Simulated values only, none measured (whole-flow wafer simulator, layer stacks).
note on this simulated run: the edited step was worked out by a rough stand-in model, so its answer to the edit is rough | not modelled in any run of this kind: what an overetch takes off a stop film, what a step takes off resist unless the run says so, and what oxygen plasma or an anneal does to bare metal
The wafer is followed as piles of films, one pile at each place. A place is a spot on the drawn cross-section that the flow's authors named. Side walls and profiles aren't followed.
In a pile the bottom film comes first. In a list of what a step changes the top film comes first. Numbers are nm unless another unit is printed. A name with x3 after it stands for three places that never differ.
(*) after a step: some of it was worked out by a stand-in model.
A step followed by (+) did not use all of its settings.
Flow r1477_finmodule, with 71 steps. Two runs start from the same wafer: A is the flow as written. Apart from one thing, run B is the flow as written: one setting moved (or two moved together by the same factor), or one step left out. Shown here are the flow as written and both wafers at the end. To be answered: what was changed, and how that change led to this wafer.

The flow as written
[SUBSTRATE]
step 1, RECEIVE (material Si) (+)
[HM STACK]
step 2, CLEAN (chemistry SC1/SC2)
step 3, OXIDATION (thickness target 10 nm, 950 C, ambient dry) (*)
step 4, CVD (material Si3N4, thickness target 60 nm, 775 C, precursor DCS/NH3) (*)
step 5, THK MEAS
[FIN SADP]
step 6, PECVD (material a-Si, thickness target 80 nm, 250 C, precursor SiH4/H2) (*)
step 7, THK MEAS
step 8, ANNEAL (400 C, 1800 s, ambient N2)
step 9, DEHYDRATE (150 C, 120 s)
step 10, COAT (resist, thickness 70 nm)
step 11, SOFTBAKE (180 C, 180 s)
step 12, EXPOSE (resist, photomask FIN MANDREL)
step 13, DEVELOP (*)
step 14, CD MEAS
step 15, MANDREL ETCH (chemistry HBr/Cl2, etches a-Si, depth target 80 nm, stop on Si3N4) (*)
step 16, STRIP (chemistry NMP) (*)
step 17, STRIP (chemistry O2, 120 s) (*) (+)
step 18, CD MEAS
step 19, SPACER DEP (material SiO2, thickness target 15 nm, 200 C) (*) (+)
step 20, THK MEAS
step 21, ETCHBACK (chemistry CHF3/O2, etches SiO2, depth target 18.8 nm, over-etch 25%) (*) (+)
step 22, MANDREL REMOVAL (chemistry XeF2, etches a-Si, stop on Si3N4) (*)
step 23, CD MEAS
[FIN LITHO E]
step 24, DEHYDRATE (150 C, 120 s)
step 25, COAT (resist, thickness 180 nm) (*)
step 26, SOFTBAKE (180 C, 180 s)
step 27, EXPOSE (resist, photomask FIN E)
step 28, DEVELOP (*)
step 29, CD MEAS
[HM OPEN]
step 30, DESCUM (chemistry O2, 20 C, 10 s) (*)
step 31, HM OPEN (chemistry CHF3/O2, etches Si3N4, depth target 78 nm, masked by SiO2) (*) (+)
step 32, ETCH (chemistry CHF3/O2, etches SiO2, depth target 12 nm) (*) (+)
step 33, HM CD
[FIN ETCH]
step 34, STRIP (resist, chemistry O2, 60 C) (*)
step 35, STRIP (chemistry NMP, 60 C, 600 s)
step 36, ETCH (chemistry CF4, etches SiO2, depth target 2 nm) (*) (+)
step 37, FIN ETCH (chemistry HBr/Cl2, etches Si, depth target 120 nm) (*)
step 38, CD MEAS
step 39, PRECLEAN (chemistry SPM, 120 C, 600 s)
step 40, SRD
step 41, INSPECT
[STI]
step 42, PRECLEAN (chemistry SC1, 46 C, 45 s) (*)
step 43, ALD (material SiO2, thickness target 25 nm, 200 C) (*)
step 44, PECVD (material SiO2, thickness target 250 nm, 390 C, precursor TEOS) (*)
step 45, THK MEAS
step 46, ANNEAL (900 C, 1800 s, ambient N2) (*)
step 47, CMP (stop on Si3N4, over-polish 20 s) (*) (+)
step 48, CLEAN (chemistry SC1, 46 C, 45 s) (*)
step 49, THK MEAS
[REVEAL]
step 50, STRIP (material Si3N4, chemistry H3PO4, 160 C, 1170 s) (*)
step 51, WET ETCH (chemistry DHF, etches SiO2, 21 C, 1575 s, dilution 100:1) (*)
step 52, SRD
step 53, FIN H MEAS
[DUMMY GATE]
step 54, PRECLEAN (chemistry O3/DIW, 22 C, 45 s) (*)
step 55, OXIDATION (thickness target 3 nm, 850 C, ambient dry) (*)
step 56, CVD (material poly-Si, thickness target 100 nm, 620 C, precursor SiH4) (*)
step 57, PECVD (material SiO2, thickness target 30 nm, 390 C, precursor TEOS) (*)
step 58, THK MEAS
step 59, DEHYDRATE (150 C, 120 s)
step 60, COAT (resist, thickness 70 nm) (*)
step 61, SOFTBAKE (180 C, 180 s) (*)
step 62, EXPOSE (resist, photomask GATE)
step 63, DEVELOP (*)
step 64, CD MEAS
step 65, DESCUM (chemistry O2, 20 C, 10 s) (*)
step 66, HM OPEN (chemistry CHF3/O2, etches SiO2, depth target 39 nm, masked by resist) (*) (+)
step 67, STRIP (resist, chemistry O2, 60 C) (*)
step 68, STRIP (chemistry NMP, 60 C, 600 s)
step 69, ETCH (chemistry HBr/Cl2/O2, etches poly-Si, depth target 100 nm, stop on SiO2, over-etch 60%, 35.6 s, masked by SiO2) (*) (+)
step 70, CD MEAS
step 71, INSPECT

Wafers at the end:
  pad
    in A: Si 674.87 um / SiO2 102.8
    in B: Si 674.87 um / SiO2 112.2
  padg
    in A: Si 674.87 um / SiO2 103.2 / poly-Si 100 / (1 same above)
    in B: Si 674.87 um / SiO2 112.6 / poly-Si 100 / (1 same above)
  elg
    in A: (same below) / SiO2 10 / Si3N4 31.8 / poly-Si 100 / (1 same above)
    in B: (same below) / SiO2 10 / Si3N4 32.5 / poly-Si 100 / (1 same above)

What caused this: step 51, WET ETCH: 1402 s was run, though the flow has 1575 s.

The path from the change to this, step by step:
  step 51, WET ETCH (chemistry DHF, etches SiO2, 21 C, 1575 s, dilution 100:1) (*)
      pad, padg, e40sg and 12 more: A -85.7 SiO2 | B -76.3 SiO2
      elg, e40lg, e100lg, e200lg, elo, e40lo, e100lo, e200lo: A -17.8 SiO2 (all of it), -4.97 Si3N4 | B -17.8 SiO2 (all of it), -4.26 Si3N4
      (and at 7 other places as well)
  step 56, CVD (material poly-Si, thickness target 100 nm, 620 C, precursor SiH4) (*)
      s40cg, s40co: A +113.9 poly-Si (new film) | B +105.2 poly-Si (new film)
      s45cg, s45co: A +113.4 poly-Si (new film) | B +104.7 poly-Si (new film)
      (and at 3 other places as well)
  step 60, COAT (resist, thickness 70 nm) (*)
      e40sg, eso, e40so: A +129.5 resist (new film) | B +121.2 resist (new film)
      e100sg, e100so: A +129.4 resist (new film) | B +121.2 resist (new film)
      (and at 8 other places as well)
  step 63, DEVELOP (*)
      eso, e40so: A -129.5 resist (all of it) | B -121.2 resist (all of it)
      e100so: A -129.4 resist (all of it) | B -121.2 resist (all of it)
      (and at 4 other places as well)
  step 67, STRIP (resist, chemistry O2, 60 C) (*)
      e40sg: A -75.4 resist (all of it) | B -67.1 resist (all of it)
      e100sg: A -75.3 resist (all of it) | B -67.1 resist (all of it)
      (and at 4 other places as well)
  step 69, ETCH (chemistry HBr/Cl2/O2, etches poly-Si, depth target 100 nm, stop on SiO2, over-etch 60%, 35.6 s, masked by SiO2) (*) (+)
      s40co: A -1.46 chemical SiO2 (all of it), -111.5 poly-Si (all of it), -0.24 SiO2 | B -1.41 chemical SiO2 (all of it), -102.8 poly-Si (all of it), -0.29 SiO2
      s45co: A -1.46 chemical SiO2 (all of it), -110.9 poly-Si (all of it), -0.25 SiO2 | B -1.41 chemical SiO2 (all of it), -102.3 poly-Si (all of it), -0.29 SiO2
      (and at 1 other place as well)
